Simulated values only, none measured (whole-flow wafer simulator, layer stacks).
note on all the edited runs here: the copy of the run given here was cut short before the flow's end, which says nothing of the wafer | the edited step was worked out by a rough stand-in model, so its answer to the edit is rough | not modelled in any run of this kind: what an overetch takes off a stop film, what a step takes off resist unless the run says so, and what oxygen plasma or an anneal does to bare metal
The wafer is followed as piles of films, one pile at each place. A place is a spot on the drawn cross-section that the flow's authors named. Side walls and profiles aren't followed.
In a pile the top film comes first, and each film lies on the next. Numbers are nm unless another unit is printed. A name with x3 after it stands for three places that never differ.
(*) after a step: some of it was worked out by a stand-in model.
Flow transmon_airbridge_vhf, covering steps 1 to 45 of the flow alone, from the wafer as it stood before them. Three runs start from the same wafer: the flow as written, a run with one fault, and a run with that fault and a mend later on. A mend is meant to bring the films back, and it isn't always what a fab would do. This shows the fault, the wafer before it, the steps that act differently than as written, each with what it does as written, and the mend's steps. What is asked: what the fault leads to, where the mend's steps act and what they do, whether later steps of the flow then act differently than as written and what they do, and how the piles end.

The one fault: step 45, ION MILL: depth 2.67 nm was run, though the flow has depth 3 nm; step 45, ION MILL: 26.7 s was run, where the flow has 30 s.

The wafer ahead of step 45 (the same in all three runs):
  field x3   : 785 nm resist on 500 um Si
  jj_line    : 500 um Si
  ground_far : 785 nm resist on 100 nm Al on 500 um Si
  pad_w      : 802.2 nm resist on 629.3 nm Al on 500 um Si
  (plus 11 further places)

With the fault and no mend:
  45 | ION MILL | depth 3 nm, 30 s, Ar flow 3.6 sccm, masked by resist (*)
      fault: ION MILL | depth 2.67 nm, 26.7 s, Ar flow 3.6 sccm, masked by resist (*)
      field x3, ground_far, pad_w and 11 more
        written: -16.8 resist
        fault: -14.9 resist
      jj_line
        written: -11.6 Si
        fault: -10.4 Si
  Later steps of the flow that are run all act as written at every place that is followed.
  When the end is reached, the piles differ only a little from the flow's at the places that both follow, at most by 2% or 0.5 nm, whichever is larger.

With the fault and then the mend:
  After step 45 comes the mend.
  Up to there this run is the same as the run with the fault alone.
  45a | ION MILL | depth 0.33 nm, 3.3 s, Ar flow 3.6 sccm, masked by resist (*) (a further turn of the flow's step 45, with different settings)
      field x3, ground_far, pad_w and 11 more
        -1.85 resist
      jj_line
        -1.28 Si
  Later steps of the flow that are run all act as written at every place that is followed.
  At every place that both follow, the piles at the end match the flow's.
